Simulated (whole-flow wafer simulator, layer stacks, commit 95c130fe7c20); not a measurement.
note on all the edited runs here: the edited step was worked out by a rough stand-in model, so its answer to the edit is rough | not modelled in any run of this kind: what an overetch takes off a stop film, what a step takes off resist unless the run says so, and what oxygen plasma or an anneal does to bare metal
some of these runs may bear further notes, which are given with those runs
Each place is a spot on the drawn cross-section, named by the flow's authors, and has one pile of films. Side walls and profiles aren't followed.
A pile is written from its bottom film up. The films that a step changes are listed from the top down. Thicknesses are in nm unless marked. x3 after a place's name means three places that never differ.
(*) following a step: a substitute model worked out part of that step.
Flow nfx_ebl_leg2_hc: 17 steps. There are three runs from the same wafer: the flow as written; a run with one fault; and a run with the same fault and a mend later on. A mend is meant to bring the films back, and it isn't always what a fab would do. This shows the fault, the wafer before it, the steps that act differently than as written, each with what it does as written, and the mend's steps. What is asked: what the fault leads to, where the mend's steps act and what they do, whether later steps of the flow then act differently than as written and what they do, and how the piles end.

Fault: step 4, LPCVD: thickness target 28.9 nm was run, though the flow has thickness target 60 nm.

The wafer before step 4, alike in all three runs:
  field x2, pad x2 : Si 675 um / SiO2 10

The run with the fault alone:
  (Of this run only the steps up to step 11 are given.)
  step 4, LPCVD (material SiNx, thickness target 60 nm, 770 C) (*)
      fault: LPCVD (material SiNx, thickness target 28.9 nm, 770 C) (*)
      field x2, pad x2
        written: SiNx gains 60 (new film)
        fault: SiNx gains 28.9 (new film)
  Later steps of the flow up to step 11 that are run all act as written at every place that is followed.
  The piles after step 11 differ from the flow's at field x2, pad x2 by more than 2% or 0.5 nm, whichever is larger.
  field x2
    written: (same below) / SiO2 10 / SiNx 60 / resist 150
    fault: (same below) / SiO2 10 / SiNx 28.9 / resist 150
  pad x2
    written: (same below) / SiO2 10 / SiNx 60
    fault: (same below) / SiO2 10 / SiNx 28.9

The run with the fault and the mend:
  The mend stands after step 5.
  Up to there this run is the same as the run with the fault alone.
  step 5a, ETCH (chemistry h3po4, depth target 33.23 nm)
      field x2, pad x2
        SiNx loses 28.9 (all of it)
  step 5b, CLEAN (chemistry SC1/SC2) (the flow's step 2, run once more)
      does not change any film at any place that is followed
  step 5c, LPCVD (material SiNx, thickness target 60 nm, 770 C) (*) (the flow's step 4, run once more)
      field x2, pad x2
        SiNx gains 60 (new film)
  Later steps of the flow that are run all act as written at every place that is followed.
  The piles end the same as the flow's at every place that both follow.
